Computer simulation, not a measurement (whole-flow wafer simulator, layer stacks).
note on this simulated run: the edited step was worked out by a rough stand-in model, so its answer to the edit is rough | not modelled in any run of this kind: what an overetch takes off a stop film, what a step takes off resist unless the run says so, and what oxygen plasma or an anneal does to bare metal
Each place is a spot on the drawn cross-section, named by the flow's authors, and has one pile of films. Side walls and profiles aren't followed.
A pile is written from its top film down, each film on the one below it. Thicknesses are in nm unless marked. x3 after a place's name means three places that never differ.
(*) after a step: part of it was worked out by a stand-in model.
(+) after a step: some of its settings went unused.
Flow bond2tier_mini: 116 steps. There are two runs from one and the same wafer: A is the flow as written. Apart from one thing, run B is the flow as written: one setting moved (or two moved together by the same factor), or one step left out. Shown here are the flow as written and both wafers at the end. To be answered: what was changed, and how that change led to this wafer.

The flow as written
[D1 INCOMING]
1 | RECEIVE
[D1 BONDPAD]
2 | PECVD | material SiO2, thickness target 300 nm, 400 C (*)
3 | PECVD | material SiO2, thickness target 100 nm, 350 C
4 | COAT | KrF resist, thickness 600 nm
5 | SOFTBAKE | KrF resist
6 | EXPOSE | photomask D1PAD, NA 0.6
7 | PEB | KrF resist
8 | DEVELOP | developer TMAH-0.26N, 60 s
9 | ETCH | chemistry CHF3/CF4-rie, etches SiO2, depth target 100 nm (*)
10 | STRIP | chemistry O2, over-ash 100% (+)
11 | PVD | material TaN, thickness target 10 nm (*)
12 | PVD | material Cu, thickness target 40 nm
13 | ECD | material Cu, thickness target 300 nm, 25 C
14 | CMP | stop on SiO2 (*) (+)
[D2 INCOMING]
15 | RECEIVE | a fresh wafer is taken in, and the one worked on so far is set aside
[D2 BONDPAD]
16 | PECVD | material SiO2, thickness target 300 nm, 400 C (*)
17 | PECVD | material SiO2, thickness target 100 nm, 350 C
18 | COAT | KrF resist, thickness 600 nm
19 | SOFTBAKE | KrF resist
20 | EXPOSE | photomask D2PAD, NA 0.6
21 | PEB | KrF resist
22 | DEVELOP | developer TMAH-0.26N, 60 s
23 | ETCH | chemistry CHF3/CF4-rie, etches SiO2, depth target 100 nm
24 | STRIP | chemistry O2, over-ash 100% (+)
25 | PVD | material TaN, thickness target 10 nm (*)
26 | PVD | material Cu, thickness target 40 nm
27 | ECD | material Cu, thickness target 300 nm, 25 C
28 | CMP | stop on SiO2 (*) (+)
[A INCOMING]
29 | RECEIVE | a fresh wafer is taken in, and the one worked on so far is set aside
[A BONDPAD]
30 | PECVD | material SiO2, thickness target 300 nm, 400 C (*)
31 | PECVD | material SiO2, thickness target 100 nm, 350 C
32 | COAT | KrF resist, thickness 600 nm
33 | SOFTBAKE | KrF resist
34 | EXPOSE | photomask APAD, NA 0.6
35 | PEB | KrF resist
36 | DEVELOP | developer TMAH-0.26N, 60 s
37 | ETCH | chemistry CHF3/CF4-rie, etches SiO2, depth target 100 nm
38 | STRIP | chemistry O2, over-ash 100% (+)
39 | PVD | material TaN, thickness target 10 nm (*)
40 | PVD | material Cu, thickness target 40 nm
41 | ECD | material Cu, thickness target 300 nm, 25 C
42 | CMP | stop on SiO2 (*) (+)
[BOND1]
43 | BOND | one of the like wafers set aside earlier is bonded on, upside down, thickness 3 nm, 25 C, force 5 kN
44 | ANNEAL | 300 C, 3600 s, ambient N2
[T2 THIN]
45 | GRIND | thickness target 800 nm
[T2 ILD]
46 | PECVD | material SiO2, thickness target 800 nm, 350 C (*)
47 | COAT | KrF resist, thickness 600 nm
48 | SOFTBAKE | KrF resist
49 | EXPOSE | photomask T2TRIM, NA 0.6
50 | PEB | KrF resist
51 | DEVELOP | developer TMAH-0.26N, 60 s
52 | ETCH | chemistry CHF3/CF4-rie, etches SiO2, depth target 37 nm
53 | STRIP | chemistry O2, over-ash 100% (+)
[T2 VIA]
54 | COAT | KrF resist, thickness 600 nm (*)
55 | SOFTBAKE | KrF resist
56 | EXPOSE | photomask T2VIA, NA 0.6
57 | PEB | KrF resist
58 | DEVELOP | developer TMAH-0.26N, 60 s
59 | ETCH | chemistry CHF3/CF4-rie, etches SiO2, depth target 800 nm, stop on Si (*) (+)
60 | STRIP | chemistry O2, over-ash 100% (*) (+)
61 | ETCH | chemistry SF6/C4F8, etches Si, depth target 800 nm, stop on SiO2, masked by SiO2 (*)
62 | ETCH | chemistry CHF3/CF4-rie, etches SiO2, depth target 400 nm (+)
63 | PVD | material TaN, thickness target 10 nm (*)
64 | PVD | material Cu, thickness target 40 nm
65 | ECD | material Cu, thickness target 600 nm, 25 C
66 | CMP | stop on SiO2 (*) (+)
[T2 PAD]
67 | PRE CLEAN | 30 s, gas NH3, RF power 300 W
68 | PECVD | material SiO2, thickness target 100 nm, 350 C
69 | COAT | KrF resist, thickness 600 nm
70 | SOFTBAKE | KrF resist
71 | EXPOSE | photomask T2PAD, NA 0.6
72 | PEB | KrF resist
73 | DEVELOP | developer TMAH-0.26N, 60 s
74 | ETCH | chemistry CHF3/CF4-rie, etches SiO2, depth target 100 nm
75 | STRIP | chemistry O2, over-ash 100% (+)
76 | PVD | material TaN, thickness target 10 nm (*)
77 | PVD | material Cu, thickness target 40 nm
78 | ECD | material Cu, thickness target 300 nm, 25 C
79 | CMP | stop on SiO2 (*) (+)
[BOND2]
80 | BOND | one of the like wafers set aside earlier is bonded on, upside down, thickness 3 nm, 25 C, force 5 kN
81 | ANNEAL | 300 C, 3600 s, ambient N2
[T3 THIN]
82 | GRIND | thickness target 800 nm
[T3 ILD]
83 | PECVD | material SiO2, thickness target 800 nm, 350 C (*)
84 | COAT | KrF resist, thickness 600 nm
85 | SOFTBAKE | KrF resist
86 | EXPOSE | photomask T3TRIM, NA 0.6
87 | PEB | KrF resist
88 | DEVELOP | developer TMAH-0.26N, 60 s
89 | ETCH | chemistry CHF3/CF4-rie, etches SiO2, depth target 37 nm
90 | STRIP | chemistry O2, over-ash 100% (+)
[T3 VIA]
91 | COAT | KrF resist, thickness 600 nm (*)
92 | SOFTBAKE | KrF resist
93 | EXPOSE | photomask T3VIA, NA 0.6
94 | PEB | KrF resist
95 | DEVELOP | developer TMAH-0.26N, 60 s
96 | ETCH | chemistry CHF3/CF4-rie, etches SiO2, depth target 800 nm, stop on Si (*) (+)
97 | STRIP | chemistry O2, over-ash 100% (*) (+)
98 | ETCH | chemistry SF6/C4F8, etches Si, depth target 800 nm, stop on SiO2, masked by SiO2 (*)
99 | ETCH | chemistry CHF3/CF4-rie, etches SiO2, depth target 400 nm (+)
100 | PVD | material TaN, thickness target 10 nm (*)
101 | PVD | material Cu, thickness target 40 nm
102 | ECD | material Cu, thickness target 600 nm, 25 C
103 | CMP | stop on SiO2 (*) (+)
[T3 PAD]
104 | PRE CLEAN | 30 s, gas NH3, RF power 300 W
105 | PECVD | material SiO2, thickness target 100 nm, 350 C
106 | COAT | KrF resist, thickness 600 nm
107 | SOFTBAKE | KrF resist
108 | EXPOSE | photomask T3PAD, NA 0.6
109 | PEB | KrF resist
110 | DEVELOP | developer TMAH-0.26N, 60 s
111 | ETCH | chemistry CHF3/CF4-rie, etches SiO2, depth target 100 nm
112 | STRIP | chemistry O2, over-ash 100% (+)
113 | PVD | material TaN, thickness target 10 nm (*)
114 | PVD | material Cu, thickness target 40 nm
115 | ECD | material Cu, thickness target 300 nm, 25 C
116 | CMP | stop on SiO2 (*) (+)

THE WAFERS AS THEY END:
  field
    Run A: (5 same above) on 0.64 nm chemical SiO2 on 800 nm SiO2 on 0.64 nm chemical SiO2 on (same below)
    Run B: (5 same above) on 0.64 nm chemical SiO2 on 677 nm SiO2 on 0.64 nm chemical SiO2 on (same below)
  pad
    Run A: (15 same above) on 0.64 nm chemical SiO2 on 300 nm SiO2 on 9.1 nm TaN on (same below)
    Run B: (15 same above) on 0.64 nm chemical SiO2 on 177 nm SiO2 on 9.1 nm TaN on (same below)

What caused this: step 2, PECVD: thickness target 177 nm was run, though the flow has thickness target 300 nm.
One can read it off the wafer: pad has SiO2 177, and step 2 as written asks for 300 nm.

The path from the change to this, step by step:
  2 | PECVD | material SiO2, thickness target 300 nm, 400 C (*)
      field, pad, via: A SiO2 gains 300 (new film) | B SiO2 gains 177 (new film)
  43 | BOND | one of the like wafers set aside earlier is bonded on, upside down, thickness 3 nm, 25 C, force 5 kN
      field: A Si gains 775 um (new film), chemical SiO2 gains 0.64 (new film), SiO2 gains 400 | B Si gains 775 um (new film), chemical SiO2 gains 0.64 (new film), SiO2 gains 277
      pad: A Si gains 775 um (new film), chemical SiO2 gains 0.64 (new film), SiO2 gains 300 (new film), TaN gains 9.1 (new film), Cu gains 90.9 | B Si gains 775 um (new film), chemical SiO2 gains 0.64 (new film), SiO2 gains 177 (new film), TaN gains 9.1 (new film), Cu gains 90.9
      (as well as at 1 more place)
